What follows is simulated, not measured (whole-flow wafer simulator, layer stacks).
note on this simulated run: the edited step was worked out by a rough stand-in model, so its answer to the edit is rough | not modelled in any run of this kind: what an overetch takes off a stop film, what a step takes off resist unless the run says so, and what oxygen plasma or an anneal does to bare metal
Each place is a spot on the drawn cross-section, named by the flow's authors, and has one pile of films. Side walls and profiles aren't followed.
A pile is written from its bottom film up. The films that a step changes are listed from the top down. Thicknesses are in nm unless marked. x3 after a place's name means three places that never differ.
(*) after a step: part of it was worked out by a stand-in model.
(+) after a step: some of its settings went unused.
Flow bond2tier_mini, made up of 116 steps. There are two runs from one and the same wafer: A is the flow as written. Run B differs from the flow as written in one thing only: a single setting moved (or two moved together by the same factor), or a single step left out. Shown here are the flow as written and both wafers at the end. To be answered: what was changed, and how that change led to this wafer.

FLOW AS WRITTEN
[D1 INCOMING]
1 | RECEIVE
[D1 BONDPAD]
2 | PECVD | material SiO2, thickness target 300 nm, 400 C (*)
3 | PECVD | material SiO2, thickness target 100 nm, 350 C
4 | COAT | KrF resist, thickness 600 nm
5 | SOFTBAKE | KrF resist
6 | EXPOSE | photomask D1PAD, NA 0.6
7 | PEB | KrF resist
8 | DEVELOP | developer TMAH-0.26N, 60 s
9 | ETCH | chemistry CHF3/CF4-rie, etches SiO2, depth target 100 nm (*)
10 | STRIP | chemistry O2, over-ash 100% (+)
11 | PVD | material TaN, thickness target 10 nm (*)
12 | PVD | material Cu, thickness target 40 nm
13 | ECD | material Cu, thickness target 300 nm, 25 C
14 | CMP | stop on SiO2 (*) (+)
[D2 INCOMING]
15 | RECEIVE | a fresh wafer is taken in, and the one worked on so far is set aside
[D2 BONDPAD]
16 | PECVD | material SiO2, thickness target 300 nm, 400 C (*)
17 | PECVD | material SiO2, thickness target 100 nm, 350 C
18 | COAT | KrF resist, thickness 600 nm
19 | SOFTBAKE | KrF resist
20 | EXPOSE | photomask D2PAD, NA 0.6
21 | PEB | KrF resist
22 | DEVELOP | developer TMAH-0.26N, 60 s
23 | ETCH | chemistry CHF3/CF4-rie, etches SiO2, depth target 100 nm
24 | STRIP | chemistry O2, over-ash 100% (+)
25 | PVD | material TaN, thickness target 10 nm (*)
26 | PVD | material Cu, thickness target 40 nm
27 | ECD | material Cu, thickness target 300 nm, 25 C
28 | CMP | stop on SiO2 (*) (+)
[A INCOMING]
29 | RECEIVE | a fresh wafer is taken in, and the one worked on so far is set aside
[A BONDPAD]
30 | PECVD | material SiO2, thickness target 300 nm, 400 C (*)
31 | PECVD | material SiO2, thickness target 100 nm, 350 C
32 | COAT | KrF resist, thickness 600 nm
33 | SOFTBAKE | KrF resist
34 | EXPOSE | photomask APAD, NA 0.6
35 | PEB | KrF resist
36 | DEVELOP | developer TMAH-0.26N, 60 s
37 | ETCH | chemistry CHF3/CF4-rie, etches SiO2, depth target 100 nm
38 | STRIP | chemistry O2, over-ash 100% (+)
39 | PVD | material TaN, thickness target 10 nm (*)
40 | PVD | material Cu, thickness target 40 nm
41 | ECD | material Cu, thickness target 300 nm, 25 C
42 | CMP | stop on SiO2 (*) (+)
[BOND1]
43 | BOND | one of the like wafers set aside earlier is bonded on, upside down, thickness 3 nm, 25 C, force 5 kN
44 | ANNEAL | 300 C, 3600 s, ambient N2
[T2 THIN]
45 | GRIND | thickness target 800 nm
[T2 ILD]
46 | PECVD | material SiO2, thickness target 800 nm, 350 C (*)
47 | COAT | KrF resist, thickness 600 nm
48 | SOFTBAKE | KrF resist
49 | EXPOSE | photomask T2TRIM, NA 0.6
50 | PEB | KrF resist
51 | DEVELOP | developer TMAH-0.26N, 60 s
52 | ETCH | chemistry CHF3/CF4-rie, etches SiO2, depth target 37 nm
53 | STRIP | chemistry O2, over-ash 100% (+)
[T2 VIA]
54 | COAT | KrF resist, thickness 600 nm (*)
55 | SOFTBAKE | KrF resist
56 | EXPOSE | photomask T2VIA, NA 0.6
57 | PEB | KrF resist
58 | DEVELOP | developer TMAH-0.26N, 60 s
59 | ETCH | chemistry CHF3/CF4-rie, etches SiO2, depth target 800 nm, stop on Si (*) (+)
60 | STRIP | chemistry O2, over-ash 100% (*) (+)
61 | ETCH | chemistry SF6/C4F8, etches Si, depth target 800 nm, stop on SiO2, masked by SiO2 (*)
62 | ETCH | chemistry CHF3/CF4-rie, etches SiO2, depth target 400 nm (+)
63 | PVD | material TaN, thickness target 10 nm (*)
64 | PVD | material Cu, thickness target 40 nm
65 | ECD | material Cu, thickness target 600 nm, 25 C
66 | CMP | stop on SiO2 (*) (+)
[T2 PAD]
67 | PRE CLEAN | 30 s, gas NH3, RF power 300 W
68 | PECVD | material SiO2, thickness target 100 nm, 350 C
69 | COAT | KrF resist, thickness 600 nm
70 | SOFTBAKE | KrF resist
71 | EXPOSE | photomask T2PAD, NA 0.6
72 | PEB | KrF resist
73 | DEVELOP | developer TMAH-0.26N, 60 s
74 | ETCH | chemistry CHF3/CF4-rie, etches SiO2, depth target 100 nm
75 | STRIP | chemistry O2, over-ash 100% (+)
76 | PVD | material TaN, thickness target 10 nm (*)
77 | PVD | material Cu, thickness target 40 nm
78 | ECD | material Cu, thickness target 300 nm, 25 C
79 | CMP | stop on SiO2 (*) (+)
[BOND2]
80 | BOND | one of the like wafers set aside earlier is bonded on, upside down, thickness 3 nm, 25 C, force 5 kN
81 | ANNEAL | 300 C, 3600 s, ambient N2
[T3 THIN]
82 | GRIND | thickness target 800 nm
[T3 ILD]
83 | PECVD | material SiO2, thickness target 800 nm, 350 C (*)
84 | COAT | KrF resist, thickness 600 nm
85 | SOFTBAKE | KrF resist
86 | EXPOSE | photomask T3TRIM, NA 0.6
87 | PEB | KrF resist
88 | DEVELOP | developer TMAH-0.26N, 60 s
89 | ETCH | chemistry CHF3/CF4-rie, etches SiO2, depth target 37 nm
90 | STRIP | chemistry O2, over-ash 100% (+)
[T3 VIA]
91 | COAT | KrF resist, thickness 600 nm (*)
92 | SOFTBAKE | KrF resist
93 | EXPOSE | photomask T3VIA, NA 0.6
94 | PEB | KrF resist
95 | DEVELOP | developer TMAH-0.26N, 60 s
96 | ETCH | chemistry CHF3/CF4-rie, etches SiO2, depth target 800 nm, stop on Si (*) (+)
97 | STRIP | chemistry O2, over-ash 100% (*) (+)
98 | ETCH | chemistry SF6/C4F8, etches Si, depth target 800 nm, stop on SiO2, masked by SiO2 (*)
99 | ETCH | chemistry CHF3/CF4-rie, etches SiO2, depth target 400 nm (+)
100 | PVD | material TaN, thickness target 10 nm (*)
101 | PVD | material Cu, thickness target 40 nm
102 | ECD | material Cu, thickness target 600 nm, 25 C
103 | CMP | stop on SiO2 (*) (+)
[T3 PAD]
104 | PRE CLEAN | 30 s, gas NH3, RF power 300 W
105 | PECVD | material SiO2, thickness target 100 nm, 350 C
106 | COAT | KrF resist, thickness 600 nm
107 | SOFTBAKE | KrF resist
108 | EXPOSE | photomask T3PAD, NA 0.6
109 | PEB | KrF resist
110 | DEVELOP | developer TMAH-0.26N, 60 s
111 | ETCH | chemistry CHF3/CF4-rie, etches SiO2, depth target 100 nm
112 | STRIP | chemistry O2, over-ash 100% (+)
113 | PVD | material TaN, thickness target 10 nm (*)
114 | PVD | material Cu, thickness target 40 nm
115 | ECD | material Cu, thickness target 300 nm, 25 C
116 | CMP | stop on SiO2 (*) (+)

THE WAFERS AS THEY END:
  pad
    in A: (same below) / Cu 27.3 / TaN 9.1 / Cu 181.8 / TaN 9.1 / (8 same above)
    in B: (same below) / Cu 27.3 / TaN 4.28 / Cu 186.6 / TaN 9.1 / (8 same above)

What caused this: step 76, PVD: thickness target 4.7 nm was run, while the flow as written has thickness target 10 nm.

How this came from the change, step by step:
  76 | PVD | material TaN, thickness target 10 nm (*)
      field: A +10 TaN (new film) | B +4.7 TaN (new film)
      pad: A +9.1 TaN (new film) | B +4.28 TaN (new film)
  79 | CMP | stop on SiO2 (*) (+)
      field: A -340 Cu (all of it), -10 TaN (all of it) | B -340 Cu (all of it), -4.7 TaN (all of it)
